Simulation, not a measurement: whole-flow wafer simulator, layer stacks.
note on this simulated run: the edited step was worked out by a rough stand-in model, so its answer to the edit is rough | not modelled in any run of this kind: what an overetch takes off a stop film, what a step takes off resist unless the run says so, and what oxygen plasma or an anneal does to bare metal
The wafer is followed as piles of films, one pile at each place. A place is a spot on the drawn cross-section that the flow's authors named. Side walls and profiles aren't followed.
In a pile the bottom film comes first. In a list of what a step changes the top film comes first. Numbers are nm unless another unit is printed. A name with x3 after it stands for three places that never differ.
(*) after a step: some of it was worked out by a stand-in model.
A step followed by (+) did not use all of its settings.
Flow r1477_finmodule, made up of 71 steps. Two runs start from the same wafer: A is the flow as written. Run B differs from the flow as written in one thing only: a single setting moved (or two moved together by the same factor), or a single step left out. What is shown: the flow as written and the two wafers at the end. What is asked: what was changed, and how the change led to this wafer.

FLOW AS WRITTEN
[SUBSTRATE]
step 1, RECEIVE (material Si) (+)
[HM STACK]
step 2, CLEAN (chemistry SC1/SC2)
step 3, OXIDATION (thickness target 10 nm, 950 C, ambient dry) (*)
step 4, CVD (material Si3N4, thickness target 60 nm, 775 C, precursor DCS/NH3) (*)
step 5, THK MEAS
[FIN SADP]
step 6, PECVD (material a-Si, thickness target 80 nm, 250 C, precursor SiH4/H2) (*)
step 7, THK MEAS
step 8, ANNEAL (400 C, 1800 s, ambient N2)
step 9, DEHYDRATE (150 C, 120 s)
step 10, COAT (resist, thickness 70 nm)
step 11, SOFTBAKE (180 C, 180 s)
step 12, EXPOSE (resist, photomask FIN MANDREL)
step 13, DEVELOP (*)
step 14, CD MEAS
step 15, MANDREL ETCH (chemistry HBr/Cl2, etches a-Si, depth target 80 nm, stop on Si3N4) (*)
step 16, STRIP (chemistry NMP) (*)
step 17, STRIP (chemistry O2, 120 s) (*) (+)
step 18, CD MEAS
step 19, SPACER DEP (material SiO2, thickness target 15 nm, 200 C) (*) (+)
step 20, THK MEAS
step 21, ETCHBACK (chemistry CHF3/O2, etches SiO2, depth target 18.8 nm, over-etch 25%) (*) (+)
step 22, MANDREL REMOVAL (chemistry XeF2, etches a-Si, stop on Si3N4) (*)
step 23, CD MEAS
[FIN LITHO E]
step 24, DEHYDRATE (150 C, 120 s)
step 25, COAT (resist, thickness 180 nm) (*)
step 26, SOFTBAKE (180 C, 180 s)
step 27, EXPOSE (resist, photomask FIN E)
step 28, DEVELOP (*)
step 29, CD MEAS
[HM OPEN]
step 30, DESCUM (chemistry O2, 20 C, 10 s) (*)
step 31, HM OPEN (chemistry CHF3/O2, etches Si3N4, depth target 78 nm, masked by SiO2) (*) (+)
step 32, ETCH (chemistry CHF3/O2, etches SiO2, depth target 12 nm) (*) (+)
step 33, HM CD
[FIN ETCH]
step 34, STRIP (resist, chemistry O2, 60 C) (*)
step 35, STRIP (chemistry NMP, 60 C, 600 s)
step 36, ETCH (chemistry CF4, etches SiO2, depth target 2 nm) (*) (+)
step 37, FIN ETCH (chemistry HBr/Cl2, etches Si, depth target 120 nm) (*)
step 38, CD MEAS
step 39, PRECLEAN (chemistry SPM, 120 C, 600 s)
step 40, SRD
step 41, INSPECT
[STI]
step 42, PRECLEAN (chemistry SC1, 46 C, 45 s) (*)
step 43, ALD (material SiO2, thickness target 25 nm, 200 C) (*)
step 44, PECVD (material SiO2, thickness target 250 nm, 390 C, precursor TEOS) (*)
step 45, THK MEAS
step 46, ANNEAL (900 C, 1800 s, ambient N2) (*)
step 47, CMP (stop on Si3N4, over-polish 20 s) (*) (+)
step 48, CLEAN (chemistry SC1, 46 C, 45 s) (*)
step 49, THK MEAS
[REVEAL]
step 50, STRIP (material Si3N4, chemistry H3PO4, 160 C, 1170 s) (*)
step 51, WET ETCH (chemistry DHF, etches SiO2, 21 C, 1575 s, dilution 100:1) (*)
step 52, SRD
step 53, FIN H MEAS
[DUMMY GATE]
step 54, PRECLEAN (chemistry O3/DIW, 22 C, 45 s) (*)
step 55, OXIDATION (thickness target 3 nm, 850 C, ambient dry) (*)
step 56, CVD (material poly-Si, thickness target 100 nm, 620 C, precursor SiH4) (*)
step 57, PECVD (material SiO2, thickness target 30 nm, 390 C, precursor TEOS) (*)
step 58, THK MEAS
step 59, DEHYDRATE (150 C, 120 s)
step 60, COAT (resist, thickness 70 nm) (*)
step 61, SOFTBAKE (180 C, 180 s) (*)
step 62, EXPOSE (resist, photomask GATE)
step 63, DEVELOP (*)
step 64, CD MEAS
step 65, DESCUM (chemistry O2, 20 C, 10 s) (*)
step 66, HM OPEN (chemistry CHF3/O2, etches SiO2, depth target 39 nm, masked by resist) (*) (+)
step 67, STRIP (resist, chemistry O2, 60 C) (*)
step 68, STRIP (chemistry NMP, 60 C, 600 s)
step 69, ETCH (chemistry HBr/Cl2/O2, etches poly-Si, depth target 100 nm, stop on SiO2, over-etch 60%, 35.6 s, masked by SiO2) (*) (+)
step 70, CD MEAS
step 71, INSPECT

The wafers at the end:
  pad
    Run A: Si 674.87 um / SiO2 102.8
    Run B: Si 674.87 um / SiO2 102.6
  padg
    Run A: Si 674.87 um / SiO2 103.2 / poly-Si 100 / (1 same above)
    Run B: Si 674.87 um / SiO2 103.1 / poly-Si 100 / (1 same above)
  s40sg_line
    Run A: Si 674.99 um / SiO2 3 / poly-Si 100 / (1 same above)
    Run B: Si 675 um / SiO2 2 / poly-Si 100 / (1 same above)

Cause: step 55, OXIDATION: thickness target 2 nm was run, while the flow as written has thickness target 3 nm.
The wafer itself shows it: s40sg_line has SiO2 2, and step 55 as written asks for 3 nm.

Step by step, how the change led to this:
  step 55, OXIDATION (thickness target 3 nm, 850 C, ambient dry) (*)
      s40sg_line, s45sg_line, s50sg_line, s40so_line, s45so_line, s50so_line: A SiO2 gains 3 (new film), chemical SiO2 loses 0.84 (all of it), Si loses 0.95 | B SiO2 gains 2 (new film), chemical SiO2 loses 0.84 (all of it), Si loses 0.51
